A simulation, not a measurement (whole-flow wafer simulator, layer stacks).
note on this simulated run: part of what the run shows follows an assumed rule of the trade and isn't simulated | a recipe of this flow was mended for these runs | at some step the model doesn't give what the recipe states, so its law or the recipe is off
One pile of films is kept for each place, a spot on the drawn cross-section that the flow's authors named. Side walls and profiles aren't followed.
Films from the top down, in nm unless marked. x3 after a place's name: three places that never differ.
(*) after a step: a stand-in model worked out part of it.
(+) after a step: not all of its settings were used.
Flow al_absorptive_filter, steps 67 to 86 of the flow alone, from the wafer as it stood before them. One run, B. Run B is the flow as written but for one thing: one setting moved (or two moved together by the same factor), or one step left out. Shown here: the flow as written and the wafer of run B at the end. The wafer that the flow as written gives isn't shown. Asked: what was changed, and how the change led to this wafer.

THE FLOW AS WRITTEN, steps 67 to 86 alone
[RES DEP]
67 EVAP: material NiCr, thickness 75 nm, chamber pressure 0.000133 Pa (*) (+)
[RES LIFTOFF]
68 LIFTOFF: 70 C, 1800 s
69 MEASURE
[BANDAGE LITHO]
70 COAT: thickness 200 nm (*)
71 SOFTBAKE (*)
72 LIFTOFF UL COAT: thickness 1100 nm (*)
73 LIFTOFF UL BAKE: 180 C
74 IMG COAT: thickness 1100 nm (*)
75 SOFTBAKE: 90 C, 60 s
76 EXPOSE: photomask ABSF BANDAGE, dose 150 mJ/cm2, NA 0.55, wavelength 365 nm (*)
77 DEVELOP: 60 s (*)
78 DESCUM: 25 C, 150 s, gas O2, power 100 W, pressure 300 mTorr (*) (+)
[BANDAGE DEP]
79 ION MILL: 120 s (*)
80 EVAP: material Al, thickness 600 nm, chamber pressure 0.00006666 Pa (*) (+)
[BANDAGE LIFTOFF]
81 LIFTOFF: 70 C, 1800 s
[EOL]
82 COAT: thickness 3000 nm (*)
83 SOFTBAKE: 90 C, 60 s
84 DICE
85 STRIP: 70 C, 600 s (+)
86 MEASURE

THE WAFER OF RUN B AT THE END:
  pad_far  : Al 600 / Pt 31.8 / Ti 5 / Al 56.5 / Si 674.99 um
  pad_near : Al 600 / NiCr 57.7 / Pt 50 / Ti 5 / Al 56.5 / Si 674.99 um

The cause: step 79, ION MILL: 149 s was run, where the flow has 120 s.

How the change led to this, step by step:
  79 ION MILL: 120 s (*)
      gnd, ledge, res and 9 more: i-line-resist -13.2 (as written it would be: i-line-resist -10.7)
      pad_far: Pt -18.2 (as written it would be: Pt -14.7)
      (and at 1 more place)
